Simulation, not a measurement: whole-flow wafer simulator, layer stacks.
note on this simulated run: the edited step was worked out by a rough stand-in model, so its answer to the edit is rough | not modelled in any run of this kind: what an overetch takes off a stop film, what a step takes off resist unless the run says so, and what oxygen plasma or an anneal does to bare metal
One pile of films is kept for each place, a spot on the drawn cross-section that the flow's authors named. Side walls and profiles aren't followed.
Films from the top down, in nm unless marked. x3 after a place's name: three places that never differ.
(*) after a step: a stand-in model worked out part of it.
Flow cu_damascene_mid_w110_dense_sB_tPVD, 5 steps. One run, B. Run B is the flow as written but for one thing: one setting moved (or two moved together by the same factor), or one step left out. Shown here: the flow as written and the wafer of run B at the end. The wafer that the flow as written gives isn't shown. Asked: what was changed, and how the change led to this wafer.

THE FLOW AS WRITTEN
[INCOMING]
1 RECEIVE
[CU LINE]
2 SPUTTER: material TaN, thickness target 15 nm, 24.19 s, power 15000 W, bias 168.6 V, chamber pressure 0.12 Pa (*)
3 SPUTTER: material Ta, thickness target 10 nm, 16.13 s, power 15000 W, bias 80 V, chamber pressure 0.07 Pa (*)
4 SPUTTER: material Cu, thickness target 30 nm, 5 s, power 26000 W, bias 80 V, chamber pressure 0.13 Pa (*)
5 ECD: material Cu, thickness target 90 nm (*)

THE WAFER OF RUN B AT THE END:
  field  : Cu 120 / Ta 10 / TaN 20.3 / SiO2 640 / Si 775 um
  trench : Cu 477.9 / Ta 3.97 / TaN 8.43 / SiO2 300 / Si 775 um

The cause: step 2, SPUTTER: power 20290 W was run, where the flow has power 15000 W.

How the change led to this, step by step:
  2 SPUTTER: material TaN, thickness target 15 nm, 24.19 s, power 15000 W, bias 168.6 V, chamber pressure 0.12 Pa (*)
      field: TaN +20.3 (new film) (as written it would be: TaN +15 (new film))
      trench: TaN +8.43 (new film) (as written it would be: TaN +6.23 (new film))
